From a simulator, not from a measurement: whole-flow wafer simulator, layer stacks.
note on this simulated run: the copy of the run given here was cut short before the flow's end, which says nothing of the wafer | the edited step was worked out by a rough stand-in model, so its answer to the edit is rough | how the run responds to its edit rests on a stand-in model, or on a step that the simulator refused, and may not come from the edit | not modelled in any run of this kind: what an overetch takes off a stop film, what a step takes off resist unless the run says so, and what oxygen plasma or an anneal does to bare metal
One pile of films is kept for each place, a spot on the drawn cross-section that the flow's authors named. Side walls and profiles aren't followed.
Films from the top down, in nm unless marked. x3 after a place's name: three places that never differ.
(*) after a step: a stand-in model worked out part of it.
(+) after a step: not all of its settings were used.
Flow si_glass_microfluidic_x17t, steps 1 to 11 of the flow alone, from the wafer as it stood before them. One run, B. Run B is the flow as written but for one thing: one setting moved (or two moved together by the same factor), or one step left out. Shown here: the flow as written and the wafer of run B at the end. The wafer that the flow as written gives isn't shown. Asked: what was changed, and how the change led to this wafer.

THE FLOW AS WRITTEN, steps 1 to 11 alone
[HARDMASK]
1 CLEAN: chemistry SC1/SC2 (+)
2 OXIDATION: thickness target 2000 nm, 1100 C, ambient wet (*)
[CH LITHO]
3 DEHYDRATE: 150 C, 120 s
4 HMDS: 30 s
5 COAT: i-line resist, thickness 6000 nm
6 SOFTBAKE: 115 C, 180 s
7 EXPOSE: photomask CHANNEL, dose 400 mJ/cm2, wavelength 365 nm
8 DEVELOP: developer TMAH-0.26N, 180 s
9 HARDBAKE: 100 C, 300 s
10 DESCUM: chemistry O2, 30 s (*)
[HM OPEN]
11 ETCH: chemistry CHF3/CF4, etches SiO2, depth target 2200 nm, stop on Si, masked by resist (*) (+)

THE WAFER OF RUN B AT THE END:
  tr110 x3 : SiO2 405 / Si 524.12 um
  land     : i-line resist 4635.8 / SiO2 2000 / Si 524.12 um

The cause: step 11, ETCH: depth target 1595 nm was run, where the flow has depth target 2200 nm.

How the change led to this, step by step:
  11 ETCH: chemistry CHF3/CF4, etches SiO2, depth target 2200 nm, stop on Si, masked by resist (*) (+)
      tr110 x3: SiO2 -1595 (as written it would be: SiO2 -2000 (all of it))
      land: i-line resist -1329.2 (as written it would be: i-line resist -1833.3)
